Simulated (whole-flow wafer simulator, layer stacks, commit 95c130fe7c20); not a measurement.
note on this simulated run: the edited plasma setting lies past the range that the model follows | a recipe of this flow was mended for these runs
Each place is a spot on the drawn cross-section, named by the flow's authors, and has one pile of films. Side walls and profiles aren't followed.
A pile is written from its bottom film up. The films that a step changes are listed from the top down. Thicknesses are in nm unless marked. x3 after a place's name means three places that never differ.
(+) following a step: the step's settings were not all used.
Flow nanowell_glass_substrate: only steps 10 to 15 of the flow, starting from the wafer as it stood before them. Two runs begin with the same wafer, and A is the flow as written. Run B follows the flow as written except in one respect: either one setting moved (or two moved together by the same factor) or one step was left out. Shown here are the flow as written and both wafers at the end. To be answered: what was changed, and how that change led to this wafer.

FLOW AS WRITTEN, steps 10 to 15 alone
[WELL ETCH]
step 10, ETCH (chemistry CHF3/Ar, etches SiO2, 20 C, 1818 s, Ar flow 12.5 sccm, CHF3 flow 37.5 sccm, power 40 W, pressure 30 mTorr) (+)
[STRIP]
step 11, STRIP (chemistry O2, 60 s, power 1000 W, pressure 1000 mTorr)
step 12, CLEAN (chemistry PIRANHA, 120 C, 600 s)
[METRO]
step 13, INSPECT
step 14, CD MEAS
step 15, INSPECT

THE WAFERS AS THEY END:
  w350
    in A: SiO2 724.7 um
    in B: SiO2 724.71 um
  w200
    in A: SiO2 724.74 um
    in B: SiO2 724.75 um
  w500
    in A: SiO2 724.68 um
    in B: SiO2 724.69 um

Cause: step 10, ETCH: CHF3 flow 24 sccm was run, though the flow has CHF3 flow 37.5 sccm.

Step by step, how the change led to this:
  step 10, ETCH (chemistry CHF3/Ar, etches SiO2, 20 C, 1818 s, Ar flow 12.5 sccm, CHF3 flow 37.5 sccm, power 40 W, pressure 30 mTorr) (+)
      w350: A SiO2 loses 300 | B SiO2 loses 289.7
      w200: A SiO2 loses 260.5 | B SiO2 loses 252
      (and at 2 other places as well)
  step 11, STRIP (chemistry O2, 60 s, power 1000 W, pressure 1000 mTorr)
      land: A UV-NIL-ACRYLATE loses 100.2 (all of it) | B UV-NIL-ACRYLATE loses 97.8 (all of it)
